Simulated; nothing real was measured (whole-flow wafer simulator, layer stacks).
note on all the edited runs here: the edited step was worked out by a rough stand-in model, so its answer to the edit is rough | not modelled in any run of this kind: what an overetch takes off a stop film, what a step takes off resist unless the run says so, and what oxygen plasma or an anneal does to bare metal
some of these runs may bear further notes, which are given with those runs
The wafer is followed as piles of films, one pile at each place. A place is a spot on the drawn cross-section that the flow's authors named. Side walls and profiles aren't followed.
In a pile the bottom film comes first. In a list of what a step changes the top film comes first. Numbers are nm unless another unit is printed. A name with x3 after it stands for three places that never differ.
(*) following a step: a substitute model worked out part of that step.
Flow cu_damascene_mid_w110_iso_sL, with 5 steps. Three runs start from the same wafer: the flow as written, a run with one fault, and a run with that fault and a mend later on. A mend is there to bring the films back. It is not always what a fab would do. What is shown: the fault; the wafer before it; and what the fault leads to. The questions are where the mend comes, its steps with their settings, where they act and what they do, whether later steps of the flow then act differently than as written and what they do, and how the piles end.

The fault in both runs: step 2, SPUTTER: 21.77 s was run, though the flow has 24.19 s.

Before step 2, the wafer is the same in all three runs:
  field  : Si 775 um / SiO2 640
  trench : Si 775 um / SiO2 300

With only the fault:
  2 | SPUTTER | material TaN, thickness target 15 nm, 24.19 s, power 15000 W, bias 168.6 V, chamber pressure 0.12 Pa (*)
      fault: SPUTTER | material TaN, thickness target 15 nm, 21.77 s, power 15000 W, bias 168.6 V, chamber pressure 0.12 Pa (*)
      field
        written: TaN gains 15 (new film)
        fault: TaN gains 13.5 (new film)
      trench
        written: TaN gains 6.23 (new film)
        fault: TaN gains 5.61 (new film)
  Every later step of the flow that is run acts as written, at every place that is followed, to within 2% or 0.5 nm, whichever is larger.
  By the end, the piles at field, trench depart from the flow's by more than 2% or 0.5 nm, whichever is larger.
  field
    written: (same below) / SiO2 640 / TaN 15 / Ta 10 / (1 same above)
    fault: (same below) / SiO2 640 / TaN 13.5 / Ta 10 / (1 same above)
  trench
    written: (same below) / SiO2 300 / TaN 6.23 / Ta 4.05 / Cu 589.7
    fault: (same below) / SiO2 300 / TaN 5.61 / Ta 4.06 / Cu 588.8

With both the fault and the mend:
  The mend stands after step 2.
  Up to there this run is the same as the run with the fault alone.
  2a | SPUTTER | material TaN, thickness target 15 nm, 2.42 s, power 15000 W, bias 168.6 V, chamber pressure 0.12 Pa (*) (a further turn of the flow's step 2, with different settings)
      field
        TaN gains 1.5
      trench
        TaN gains 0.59
  Every later step of the flow that is run acts as written at every place that is followed.
  When the end is reached, the piles differ only a little from the flow's at the places that both follow, at most by 2% or 0.5 nm, whichever is larger.
